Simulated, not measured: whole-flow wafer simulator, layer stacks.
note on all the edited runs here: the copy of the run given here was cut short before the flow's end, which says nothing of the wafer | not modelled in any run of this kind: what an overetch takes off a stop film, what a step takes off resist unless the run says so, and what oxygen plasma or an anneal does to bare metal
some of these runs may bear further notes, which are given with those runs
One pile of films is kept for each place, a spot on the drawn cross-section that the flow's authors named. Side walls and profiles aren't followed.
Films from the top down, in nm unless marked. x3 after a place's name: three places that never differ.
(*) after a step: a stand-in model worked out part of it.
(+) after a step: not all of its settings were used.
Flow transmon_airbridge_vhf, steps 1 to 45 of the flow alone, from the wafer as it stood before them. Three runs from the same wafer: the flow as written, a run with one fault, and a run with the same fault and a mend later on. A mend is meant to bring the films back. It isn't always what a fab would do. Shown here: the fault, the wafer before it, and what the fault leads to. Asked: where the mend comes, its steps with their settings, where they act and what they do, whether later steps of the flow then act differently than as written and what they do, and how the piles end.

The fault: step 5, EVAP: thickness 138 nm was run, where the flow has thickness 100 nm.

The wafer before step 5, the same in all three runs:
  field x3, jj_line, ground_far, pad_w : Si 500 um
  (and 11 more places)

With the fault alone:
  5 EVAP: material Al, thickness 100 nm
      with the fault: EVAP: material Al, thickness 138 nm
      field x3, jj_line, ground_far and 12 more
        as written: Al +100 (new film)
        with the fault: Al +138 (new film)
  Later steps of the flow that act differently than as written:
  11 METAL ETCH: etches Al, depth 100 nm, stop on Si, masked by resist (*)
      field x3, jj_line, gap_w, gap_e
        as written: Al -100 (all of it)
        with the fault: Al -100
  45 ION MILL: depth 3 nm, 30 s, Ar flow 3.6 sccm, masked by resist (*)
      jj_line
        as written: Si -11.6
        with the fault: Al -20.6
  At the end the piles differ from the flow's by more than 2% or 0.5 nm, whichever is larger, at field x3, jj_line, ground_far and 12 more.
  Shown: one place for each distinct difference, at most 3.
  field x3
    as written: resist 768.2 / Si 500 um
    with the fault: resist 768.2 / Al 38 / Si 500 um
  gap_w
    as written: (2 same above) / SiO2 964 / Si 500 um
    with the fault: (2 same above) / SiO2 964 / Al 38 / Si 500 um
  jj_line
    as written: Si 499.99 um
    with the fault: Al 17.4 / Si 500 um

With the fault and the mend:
  The mend comes after step 10.
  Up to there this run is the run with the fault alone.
  11 METAL ETCH: etches Al, depth 138 nm, stop on Si, masked by resist (*) (the flow's step 11, which as written has depth 100 nm)
      ground_far, pad_w, flank_w and 8 more
        i-line resist -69
      field x3, jj_line, gap_w, gap_e
        Al -138 (all of it)
  Later steps of the flow that act differently than as written (14 more steps differ only slightly, by at most 2% or 0.5 nm, whichever is larger, and aren't shown):
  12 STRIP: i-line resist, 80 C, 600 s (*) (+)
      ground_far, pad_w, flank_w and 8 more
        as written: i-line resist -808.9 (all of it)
        with the mend: i-line resist -789.9 (all of it)
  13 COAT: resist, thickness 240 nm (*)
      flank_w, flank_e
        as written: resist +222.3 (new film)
        with the mend: resist +216.7 (new film)
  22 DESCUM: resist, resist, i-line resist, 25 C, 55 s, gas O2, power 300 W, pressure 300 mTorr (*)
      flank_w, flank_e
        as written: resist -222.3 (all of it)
        with the mend: resist -216.7 (all of it)
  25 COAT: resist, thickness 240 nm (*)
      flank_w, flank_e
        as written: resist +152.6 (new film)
        with the mend: resist +148.1 (new film)
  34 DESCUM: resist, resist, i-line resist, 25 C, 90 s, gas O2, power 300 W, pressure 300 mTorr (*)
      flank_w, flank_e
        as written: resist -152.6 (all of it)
        with the mend: resist -148.1 (all of it)
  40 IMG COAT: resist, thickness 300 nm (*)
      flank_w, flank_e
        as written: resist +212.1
        with the mend: resist +207.1
  At the end the piles differ from the flow's by more than 2% or 0.5 nm, whichever is larger, at ground_far, pad_w, flank_w and 8 more.
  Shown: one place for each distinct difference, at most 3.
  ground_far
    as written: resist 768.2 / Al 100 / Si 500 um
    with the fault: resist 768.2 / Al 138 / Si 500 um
    with the mend: resist 768.2 / Al 138 / Si 500 um
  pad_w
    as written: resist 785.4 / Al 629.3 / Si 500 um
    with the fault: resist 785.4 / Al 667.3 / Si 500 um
    with the mend: resist 784.4 / Al 667.3 / Si 500 um
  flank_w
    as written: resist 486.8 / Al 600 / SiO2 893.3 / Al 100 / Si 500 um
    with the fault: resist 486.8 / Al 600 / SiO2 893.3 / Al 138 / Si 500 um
    with the mend: resist 477.5 / Al 600 / SiO2 893.6 / Al 138 / Si 500 um
